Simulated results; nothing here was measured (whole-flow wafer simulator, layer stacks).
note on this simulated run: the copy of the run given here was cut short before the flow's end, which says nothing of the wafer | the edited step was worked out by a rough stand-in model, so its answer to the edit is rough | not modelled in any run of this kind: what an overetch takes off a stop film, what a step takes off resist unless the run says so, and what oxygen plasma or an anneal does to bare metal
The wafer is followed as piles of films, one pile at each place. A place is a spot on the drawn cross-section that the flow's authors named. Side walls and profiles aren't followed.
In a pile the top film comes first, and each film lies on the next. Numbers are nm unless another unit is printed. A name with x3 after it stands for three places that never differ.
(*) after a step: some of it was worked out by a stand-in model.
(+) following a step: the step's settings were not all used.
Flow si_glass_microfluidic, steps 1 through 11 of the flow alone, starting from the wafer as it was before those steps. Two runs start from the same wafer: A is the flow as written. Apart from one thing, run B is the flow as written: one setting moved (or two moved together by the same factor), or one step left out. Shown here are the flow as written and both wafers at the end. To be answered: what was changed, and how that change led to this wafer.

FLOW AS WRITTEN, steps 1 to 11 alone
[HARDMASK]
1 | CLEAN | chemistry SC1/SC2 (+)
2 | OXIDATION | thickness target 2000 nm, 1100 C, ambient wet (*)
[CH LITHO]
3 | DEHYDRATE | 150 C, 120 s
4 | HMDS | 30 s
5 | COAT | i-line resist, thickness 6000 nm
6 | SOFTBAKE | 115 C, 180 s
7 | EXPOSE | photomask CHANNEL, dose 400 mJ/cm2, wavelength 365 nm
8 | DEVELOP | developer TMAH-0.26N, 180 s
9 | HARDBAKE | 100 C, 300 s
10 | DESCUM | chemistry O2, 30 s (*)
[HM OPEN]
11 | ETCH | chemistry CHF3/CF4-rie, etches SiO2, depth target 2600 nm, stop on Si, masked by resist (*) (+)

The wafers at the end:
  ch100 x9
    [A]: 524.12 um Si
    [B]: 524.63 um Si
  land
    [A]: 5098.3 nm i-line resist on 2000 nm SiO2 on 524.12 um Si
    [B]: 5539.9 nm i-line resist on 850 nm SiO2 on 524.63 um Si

What caused this: step 2, OXIDATION: thickness target 850 nm was run, though the flow has thickness target 2000 nm.
One can read it off the wafer: land has SiO2 850, and step 2 as written asks for 2000 nm.

The path from the change to this, step by step:
  2 | OXIDATION | thickness target 2000 nm, 1100 C, ambient wet (*)
      land, ch100 x9: A +2000 SiO2 (new film), -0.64 chemical SiO2 (all of it), -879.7 Si | B +850 SiO2 (new film), -0.64 chemical SiO2 (all of it), -373.7 Si
  11 | ETCH | chemistry CHF3/CF4-rie, etches SiO2, depth target 2600 nm, stop on Si, masked by resist (*) (+)
      ch100 x9: A -2000 SiO2 (all of it) | B -850 SiO2 (all of it)
      land: A -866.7 i-line resist | B -425 i-line resist
